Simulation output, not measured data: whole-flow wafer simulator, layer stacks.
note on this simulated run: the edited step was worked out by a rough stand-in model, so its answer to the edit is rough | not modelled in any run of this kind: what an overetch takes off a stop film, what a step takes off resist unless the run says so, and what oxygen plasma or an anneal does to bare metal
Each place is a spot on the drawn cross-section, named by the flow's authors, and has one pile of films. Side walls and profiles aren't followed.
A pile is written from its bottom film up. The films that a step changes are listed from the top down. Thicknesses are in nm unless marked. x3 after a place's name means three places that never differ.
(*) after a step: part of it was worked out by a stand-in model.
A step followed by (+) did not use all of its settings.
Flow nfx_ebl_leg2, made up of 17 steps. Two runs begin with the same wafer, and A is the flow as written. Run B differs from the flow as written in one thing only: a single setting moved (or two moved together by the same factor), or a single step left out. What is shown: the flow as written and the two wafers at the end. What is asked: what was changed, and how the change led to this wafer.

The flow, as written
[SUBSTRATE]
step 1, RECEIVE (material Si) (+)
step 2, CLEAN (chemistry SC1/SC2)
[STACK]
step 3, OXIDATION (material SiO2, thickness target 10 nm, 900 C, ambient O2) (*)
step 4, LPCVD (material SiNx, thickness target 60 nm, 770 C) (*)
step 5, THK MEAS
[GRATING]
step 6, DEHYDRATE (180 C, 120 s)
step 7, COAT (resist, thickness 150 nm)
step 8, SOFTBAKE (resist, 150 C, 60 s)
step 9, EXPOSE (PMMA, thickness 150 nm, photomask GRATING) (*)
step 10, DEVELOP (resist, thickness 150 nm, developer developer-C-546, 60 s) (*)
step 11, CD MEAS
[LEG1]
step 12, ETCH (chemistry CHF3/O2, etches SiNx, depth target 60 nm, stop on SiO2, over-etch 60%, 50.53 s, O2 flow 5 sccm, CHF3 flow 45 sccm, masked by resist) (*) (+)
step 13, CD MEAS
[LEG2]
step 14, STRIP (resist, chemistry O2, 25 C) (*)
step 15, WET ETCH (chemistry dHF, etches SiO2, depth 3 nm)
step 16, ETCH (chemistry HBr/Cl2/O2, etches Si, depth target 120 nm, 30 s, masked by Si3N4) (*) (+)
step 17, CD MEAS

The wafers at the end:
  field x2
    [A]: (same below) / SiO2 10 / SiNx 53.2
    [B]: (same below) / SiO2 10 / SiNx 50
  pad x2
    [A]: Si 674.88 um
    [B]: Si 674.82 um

The reason: step 16, ETCH: depth target 177 nm was run, while the flow as written has depth target 120 nm; step 16, ETCH: 44.2 s was run, where the flow has 30 s.

The path from the change to this, step by step:
  step 16, ETCH (chemistry HBr/Cl2/O2, etches Si, depth target 120 nm, 30 s, masked by Si3N4) (*) (+)
      field x2: A SiNx loses 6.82 | B SiNx loses 10
      pad x2: A Si loses 120 | B Si loses 177
